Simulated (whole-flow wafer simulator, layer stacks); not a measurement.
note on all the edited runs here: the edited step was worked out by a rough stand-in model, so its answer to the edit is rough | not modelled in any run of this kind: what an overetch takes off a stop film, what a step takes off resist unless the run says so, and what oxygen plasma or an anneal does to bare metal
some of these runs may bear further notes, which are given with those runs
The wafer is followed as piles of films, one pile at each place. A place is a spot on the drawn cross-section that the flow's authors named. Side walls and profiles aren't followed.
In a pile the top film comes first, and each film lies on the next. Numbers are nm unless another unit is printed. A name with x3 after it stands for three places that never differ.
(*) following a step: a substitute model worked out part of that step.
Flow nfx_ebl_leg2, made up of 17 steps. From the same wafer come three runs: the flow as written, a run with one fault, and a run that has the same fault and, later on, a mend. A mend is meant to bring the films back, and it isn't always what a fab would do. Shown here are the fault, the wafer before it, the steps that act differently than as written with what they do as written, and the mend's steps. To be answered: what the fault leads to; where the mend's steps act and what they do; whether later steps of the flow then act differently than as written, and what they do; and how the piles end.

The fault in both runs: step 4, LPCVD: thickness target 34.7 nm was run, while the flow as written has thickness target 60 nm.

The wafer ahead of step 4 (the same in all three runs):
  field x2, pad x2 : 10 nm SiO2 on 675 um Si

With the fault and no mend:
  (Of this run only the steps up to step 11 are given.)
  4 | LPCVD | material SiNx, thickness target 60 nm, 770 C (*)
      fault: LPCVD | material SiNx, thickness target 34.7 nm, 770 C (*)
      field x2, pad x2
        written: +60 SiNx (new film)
        fault: +34.7 SiNx (new film)
  Every later step of the flow up to step 11 that is run acts as written at every place that is followed.
  The piles after step 11 differ from the flow's at field x2, pad x2 by more than 2% or 0.5 nm, whichever is larger.
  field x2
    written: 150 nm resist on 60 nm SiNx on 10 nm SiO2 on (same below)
    fault: 150 nm resist on 34.7 nm SiNx on 10 nm SiO2 on (same below)
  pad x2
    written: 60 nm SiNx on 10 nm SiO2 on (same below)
    fault: 34.7 nm SiNx on 10 nm SiO2 on (same below)

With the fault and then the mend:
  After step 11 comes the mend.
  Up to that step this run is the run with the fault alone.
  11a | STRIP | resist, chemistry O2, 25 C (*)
      field x2
        -150 resist (all of it)
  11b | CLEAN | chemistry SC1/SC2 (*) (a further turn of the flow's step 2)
      leaves every film unchanged at each place that is followed
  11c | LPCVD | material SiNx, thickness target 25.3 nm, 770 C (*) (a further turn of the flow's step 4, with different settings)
      field x2, pad x2
        +25.3 SiNx
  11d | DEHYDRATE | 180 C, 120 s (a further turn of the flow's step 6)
      leaves every film unchanged at each place that is followed
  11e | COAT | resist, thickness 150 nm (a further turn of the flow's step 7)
      field x2, pad x2
        +150 resist (new film)
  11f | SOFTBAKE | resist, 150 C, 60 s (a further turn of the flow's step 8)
      leaves every film unchanged at each place that is followed
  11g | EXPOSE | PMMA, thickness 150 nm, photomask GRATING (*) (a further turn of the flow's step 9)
      leaves every film unchanged at each place that is followed
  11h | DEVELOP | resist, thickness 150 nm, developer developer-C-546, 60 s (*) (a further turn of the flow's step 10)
      pad x2
        -150 resist (all of it)
  Every later step of the flow that is run acts as written at every place that is followed.
  The piles end the same as the flow's at every place that both follow.
